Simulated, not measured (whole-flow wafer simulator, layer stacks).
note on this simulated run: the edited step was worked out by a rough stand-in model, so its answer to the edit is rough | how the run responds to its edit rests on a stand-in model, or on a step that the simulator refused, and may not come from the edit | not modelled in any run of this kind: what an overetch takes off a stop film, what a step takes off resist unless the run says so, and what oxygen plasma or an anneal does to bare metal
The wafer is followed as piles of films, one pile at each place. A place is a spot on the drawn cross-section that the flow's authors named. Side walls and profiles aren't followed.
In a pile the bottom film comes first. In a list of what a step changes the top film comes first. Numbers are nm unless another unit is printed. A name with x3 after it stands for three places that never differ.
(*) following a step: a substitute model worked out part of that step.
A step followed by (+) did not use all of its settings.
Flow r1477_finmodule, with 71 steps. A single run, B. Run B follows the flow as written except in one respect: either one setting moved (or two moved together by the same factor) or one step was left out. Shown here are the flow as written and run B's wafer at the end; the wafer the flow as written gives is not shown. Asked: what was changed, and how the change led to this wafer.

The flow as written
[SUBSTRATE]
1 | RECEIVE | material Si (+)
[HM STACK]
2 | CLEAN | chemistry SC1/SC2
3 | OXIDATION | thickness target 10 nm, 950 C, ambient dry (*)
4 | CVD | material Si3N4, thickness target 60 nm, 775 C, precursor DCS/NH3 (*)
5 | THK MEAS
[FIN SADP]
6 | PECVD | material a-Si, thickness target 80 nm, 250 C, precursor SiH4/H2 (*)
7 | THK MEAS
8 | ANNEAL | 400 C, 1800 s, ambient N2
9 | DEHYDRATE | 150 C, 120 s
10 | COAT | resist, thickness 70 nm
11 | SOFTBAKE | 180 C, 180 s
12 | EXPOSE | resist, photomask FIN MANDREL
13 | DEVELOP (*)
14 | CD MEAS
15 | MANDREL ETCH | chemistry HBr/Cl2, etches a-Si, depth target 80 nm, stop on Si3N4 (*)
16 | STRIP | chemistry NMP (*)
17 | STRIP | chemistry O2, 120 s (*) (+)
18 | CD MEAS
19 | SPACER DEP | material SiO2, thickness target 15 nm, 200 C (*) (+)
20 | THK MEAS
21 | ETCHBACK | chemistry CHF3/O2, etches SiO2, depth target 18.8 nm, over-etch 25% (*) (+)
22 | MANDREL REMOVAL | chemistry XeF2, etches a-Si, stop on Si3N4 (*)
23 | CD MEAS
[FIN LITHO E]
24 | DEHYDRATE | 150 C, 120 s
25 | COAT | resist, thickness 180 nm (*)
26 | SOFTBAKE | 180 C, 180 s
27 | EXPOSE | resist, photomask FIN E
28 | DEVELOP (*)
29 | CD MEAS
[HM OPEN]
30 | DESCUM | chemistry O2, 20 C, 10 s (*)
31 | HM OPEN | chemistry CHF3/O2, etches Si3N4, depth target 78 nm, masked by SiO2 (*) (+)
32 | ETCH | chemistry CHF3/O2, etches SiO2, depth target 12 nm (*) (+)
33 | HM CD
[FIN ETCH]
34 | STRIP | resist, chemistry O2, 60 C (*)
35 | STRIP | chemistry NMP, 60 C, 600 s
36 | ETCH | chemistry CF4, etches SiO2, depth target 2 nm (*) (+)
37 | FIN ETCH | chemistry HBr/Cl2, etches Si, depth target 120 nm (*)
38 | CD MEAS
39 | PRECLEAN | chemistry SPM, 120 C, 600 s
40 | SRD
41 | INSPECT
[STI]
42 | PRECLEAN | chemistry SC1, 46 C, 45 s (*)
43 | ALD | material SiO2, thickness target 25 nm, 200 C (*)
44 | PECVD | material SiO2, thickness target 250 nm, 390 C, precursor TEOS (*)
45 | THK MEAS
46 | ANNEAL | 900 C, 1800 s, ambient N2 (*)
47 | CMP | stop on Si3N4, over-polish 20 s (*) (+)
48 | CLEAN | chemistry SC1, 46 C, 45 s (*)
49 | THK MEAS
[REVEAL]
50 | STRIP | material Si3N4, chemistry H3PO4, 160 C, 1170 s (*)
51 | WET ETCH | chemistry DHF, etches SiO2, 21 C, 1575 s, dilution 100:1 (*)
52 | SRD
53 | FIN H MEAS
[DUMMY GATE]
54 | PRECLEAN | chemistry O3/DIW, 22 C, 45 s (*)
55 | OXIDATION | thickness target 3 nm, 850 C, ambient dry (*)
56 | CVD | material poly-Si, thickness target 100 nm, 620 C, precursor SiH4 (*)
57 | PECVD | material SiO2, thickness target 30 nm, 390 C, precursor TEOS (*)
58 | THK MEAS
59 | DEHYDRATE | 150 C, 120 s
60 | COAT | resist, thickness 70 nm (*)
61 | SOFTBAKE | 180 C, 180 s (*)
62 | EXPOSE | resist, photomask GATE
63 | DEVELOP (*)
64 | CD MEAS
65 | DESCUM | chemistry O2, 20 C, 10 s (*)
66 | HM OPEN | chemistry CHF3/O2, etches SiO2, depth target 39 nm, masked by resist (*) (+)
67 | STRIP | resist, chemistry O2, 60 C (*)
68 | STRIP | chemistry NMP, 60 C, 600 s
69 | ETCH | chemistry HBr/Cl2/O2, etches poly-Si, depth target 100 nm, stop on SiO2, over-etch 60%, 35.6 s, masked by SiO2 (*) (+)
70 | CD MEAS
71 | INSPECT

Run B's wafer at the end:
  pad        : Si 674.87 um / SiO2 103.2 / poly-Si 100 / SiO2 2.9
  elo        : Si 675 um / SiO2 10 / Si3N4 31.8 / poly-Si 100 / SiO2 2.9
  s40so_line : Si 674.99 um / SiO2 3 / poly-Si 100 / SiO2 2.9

The reason: step 57, PECVD: thickness target 47.2 nm was run, while the flow as written has thickness target 30 nm.

The path from the change to this, step by step:
  57 | PECVD | material SiO2, thickness target 30 nm, 390 C, precursor TEOS (*)
      pad, padg, elg and 33 more: SiO2 gains 47.2 (new film) (in the flow as written it would be: SiO2 gains 30 (new film))
  66 | HM OPEN | chemistry CHF3/O2, etches SiO2, depth target 39 nm, masked by resist (*) (+)
      pad, elo, eso and 15 more: SiO2 loses 39 (in the flow as written it would be: SiO2 loses 30 (all of it), poly-Si loses 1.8)
  67 | STRIP | resist, chemistry O2, 60 C (*)
      pad, elo, eso and 15 more: nothing (in the flow as written it would be: chemical SiO2 gains 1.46 (new film), poly-Si loses 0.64)
  69 | ETCH | chemistry HBr/Cl2/O2, etches poly-Si, depth target 100 nm, stop on SiO2, over-etch 60%, 35.6 s, masked by SiO2 (*) (+)
      pad, eso, e40so and 8 more: SiO2 loses 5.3 (in the flow as written it would be: chemical SiO2 loses 1.46 (all of it), poly-Si loses 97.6 (all of it), SiO2 loses 0.42)
      elo, e40lo, e100lo, e200lo: SiO2 loses 5.3 (in the flow as written it would be: chemical SiO2 loses 1.46 (all of it), poly-Si loses 97.6 (all of it), Si3N4 loses 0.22)
      (and at 3 other places as well)
